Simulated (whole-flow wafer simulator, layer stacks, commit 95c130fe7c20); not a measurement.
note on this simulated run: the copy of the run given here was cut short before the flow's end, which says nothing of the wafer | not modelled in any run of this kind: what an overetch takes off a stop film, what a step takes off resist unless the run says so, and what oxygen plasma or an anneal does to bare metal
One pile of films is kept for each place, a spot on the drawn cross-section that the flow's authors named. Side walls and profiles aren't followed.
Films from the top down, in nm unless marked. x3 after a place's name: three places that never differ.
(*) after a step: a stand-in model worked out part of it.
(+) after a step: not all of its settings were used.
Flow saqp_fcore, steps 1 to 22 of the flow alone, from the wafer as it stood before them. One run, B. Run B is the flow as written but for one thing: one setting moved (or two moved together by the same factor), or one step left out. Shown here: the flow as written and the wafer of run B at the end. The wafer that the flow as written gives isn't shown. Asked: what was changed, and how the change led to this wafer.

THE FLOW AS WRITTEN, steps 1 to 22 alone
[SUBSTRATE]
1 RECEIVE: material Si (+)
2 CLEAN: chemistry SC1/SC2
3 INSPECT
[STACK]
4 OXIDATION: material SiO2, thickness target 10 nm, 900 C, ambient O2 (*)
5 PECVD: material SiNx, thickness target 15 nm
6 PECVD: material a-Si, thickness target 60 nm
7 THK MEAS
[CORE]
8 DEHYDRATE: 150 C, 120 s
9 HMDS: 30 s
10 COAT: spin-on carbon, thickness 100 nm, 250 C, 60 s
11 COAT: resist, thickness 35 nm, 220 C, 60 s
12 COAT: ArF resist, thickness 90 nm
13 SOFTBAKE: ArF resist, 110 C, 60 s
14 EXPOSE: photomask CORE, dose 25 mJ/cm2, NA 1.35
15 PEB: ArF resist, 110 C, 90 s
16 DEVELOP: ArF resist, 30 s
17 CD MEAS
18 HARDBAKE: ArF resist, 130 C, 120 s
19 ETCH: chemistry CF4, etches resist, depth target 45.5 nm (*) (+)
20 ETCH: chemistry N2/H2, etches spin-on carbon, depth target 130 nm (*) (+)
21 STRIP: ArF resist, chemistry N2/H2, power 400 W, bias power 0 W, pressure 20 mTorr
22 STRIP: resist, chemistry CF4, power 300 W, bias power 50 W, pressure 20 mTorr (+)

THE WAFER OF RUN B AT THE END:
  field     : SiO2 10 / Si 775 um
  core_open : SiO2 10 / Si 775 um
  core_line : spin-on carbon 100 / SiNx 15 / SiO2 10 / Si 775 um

The cause: step 6, PECVD: material a-Si, thickness target 60 nm, was left out.

How the change led to this, step by step:
  20 ETCH: chemistry N2/H2, etches spin-on carbon, depth target 130 nm (*) (+)
      field, core_open: spin-on carbon -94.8 (all of it), SiNx -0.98 (as written it would be: spin-on carbon -94.8 (all of it), a-Si -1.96)
  22 STRIP: resist, chemistry CF4, power 300 W, bias power 50 W, pressure 20 mTorr (+)
      field: SiNx -14 (all of it) (as written it would be: a-Si -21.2)
      core_open: SiNx -14 (all of it) (as written it would be: a-Si -18.6)
